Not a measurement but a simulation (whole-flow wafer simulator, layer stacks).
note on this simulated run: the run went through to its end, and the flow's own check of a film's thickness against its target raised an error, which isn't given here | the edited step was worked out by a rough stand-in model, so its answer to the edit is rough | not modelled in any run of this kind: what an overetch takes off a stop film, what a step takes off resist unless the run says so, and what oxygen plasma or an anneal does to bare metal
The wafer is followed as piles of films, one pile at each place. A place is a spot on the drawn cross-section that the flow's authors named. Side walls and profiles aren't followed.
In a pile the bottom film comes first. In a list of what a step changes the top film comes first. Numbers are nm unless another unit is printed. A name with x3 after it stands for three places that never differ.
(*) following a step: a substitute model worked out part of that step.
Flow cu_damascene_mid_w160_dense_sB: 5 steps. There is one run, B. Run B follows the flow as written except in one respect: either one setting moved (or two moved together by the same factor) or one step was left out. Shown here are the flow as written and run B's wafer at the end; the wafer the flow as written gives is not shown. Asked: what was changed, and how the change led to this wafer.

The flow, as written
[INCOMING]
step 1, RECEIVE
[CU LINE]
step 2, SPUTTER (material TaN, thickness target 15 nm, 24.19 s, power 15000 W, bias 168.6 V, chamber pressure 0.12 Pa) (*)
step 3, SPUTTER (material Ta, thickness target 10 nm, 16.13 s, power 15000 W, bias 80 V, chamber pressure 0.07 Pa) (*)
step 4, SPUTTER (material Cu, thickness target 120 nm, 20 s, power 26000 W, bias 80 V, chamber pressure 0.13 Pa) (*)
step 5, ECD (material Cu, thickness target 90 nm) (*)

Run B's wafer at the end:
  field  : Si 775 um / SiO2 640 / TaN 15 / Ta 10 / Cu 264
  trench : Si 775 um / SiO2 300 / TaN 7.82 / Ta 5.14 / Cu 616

Cause: step 4, SPUTTER: thickness target 174 nm was run, while the flow as written has thickness target 120 nm; step 4, SPUTTER: 29 s was run, where the flow has 20 s.

Step by step, how the change led to this:
  step 4, SPUTTER (material Cu, thickness target 120 nm, 20 s, power 26000 W, bias 80 V, chamber pressure 0.13 Pa) (*)
      field: Cu gains 174 (new film) (as written it would have been: Cu gains 120 (new film))
      trench: Cu gains 89.9 (new film) (as written it would have been: Cu gains 62 (new film))
  step 5, ECD (material Cu, thickness target 90 nm) (*)
      trench: Cu gains 526.1 (as written it would have been: Cu gains 500)
